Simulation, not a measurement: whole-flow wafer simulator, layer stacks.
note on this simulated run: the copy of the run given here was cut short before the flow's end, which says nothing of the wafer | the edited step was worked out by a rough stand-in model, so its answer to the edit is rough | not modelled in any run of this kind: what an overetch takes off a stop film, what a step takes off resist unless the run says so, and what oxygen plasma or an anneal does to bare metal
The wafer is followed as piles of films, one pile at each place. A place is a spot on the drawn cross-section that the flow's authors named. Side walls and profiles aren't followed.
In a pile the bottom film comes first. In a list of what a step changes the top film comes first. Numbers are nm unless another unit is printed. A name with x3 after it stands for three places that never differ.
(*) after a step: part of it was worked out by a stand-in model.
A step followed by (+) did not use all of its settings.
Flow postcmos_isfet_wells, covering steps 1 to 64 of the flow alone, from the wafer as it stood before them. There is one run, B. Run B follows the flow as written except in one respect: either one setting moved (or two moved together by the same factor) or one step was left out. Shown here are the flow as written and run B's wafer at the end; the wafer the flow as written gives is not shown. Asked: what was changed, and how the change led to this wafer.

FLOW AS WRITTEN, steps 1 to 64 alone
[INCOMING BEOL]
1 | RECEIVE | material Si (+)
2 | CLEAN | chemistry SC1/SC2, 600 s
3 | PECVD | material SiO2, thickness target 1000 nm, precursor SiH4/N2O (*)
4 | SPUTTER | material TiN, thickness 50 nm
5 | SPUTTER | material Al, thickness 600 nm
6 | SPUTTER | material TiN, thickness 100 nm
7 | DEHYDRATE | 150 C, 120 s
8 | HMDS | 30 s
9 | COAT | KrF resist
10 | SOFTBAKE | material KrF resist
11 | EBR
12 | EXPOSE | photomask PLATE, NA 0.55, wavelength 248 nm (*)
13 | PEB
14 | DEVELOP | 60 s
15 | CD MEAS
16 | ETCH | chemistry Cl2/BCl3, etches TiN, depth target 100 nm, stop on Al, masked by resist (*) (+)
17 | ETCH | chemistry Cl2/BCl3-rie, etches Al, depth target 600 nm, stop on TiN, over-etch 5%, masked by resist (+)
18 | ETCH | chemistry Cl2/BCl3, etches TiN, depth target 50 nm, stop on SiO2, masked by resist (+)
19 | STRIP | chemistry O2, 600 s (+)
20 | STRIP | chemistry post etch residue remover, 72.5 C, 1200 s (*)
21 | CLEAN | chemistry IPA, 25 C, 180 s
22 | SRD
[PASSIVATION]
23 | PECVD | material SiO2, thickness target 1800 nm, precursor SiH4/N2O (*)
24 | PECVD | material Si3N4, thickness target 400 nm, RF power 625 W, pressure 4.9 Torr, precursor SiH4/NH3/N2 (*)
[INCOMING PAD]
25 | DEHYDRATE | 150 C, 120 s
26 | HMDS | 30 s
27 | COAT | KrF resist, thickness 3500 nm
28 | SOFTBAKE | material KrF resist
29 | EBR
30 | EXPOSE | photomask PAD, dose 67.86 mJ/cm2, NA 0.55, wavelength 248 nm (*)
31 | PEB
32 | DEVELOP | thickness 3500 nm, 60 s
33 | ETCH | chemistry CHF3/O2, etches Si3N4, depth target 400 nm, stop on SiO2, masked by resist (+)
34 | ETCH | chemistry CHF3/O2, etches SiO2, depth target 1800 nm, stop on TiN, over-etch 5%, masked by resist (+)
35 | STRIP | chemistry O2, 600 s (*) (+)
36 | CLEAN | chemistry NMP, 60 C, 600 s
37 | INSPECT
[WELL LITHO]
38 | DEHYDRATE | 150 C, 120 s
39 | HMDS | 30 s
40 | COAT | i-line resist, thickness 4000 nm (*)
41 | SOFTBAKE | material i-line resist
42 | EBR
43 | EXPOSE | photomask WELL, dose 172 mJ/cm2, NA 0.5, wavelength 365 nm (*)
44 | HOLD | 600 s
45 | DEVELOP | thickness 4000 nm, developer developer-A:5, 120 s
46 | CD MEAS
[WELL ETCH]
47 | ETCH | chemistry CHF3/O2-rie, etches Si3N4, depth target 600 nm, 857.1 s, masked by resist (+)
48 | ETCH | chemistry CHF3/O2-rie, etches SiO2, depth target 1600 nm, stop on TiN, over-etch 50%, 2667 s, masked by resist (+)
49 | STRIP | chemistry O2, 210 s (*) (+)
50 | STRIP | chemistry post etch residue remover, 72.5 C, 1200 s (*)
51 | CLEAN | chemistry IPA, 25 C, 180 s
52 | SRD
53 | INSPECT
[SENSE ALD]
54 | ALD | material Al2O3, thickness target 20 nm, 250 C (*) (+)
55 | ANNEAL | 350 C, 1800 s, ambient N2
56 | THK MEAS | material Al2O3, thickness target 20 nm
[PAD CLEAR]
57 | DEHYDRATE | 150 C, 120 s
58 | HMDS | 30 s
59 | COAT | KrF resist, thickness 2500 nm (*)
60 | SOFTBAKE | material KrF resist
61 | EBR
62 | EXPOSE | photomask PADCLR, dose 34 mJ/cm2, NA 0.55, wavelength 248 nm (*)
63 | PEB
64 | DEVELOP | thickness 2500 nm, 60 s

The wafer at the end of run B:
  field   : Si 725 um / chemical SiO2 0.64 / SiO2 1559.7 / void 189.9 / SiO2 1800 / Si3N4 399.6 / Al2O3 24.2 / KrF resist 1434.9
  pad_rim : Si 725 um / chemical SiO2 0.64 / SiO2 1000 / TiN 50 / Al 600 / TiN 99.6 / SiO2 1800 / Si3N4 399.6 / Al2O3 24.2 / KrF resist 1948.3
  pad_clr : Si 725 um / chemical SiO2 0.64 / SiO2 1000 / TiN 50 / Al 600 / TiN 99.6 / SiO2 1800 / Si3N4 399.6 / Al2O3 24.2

Cause: step 54, ALD: thickness target 24.2 nm was run, while the flow as written has thickness target 20 nm.
The wafer itself shows it: field has Al2O3 24.2, and step 54 as written asks for 20 nm.

The path from the change to this, step by step:
  54 | ALD | material Al2O3, thickness target 20 nm, 250 C (*) (+)
      field, margin, well900, well1300 x3, pad_rim, pad_clr, pad_open: Al2O3 gains 24.2 (new film) (in the flow as written it would be: Al2O3 gains 20 (new film))
